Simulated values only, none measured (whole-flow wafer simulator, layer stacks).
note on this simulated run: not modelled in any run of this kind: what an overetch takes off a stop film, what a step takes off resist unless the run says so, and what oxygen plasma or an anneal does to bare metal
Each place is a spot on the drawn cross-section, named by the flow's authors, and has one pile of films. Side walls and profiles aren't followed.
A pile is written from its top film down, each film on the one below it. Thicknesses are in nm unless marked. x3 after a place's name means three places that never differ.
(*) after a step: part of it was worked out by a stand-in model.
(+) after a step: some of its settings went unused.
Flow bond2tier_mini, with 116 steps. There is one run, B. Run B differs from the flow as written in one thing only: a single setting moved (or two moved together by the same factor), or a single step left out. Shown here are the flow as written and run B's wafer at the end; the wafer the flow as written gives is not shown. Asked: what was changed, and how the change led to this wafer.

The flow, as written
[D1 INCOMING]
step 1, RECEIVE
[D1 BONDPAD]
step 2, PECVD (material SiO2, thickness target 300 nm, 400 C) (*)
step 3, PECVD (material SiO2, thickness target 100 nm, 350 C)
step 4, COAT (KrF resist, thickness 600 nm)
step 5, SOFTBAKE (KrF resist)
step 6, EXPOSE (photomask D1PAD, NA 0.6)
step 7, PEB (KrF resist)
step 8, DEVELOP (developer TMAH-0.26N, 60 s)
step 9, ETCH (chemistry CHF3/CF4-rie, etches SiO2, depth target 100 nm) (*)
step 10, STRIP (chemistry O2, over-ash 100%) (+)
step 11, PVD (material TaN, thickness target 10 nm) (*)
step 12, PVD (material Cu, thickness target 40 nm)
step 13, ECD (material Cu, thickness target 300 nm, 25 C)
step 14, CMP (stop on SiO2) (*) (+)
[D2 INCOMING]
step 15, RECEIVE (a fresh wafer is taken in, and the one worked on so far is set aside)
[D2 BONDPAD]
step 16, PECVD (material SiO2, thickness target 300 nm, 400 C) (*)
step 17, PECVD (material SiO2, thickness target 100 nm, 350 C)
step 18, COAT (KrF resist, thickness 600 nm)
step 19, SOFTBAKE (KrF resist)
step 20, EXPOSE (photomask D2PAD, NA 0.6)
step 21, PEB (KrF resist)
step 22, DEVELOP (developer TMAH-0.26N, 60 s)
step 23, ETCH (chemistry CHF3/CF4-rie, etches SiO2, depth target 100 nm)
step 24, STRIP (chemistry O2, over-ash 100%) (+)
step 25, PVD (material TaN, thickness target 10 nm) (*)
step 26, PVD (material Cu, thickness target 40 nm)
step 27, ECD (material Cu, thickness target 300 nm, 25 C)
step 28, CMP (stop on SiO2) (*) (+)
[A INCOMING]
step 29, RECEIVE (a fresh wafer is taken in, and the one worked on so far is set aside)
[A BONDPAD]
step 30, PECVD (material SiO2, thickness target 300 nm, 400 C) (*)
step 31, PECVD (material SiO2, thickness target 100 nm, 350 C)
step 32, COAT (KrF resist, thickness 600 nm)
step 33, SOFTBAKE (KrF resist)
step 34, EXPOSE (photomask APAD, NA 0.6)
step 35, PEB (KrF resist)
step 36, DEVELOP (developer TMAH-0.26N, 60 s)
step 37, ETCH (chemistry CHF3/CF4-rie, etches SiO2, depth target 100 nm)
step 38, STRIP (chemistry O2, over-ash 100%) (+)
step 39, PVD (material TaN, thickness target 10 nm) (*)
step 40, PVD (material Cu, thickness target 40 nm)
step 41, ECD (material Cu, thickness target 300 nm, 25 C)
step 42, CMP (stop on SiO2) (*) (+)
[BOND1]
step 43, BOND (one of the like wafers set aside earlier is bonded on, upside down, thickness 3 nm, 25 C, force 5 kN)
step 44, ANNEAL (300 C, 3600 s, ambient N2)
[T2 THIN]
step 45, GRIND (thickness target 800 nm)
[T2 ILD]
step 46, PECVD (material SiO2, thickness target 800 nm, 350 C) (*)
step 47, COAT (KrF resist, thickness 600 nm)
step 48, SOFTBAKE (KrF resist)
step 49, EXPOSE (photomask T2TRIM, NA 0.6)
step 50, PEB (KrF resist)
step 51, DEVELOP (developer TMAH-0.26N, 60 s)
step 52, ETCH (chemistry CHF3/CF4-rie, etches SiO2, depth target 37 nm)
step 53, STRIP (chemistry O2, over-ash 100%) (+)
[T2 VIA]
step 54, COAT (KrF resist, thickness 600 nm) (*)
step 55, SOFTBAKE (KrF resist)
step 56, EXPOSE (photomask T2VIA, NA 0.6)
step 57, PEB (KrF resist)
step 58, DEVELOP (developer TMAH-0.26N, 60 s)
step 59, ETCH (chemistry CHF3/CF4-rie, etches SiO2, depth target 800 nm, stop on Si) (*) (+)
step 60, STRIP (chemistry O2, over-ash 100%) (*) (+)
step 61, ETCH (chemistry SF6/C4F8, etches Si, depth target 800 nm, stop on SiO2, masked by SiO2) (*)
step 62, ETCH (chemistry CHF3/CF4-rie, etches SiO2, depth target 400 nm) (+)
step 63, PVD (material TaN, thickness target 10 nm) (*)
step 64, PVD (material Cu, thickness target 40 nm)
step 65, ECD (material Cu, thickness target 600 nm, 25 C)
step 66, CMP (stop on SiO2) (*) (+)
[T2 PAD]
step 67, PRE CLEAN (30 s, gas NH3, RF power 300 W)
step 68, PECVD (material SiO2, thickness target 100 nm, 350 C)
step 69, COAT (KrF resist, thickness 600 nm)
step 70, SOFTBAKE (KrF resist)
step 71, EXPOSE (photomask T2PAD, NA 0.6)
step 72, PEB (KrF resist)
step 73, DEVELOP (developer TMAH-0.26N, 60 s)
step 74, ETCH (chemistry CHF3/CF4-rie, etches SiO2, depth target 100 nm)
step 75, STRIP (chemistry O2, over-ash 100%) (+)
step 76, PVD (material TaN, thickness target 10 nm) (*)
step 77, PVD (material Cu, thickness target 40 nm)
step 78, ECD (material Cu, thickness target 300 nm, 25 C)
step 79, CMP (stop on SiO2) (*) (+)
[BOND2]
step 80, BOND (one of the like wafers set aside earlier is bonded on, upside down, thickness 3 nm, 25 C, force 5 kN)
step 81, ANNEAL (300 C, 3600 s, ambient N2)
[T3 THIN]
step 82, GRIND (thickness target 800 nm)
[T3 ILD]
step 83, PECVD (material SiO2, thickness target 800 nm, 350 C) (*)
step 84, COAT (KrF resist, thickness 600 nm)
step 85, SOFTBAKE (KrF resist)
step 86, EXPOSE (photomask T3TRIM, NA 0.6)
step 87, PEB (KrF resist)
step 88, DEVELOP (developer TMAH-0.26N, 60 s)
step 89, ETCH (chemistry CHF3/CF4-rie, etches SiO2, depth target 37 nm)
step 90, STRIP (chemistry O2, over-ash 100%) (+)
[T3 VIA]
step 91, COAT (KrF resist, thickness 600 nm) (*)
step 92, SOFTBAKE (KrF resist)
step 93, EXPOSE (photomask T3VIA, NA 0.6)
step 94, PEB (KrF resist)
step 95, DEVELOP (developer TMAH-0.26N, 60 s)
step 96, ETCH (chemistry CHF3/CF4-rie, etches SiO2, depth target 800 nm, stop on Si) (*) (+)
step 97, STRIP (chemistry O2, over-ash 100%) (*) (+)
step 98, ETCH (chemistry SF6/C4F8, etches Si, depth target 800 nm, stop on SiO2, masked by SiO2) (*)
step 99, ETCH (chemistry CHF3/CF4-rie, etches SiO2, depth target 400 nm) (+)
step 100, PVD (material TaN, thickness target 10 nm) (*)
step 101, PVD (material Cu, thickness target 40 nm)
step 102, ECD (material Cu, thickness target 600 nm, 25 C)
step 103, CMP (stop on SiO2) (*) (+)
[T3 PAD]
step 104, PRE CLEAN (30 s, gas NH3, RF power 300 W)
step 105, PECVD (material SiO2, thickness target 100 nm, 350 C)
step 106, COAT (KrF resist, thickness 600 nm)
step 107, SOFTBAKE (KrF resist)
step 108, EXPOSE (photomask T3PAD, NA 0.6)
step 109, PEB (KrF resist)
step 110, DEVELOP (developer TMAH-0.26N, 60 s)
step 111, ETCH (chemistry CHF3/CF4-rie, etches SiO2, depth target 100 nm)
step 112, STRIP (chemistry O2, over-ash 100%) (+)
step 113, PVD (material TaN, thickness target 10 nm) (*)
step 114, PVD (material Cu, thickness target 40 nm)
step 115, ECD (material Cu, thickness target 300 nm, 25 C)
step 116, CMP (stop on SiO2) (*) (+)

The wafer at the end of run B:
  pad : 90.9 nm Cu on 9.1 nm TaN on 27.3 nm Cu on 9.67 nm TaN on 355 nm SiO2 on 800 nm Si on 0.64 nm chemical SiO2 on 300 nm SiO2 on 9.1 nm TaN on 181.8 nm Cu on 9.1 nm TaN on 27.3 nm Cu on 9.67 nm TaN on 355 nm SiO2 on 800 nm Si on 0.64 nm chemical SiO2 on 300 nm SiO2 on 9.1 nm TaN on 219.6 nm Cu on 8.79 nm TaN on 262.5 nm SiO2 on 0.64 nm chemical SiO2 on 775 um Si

The reason: step 37, ETCH: depth target 137.5 nm was run, though the flow has depth target 100 nm.

The path from the change to this, step by step:
  step 37, ETCH (chemistry CHF3/CF4-rie, etches SiO2, depth target 100 nm)
      pad, via: SiO2 loses 137.5 (as written it would have been: SiO2 loses 100)
      field: KrF resist loses 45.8 (as written it would have been: KrF resist loses 33.3)
  step 38, STRIP (chemistry O2, over-ash 100%) (+)
      field: KrF resist loses 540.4 (all of it) (as written it would have been: KrF resist loses 552.9 (all of it))
  step 40, PVD (material Cu, thickness target 40 nm)
      pad: Cu gains 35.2 (new film) (as written it would have been: Cu gains 36.4 (new film))
  step 41, ECD (material Cu, thickness target 300 nm, 25 C)
      pad: Cu gains 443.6 (as written it would have been: Cu gains 404.5)
      via: Cu gains 437.9 (as written it would have been: Cu gains 400.2)
